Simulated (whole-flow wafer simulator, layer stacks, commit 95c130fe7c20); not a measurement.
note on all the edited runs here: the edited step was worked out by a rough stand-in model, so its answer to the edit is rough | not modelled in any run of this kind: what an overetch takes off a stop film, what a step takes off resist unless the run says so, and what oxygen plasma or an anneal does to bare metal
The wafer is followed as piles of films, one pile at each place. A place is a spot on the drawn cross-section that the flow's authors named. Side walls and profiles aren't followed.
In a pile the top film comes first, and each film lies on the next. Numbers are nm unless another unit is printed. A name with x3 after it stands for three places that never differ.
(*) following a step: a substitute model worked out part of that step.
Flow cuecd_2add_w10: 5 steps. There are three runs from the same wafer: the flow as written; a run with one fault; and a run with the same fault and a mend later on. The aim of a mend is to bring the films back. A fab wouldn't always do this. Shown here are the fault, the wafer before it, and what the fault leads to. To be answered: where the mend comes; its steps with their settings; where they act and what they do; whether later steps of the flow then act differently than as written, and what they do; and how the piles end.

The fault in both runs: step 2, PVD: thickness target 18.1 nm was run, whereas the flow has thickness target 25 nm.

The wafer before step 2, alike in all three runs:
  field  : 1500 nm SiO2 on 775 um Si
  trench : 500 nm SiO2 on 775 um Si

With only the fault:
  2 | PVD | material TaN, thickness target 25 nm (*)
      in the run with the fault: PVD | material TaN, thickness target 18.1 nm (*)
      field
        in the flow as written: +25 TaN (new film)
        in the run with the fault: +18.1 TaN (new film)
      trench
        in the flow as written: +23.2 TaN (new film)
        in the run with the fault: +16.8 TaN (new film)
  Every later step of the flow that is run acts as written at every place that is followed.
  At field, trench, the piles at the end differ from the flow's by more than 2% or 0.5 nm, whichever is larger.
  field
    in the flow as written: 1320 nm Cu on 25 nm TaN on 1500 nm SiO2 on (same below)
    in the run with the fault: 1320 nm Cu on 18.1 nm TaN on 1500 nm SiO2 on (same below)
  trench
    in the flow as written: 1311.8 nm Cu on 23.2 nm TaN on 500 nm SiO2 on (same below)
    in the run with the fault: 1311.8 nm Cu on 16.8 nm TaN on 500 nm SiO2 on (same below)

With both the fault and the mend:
  The mend follows step 2.
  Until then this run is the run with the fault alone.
  2a | PVD | material TaN, thickness target 6.9 nm (*) (the flow's step 2 again, with other settings)
      field
        +6.9 TaN
      trench
        +6.4 TaN
  Every later step of the flow that is run acts as written at every place that is followed.
  By the end, the piles equal the flow's at every place that both follow.
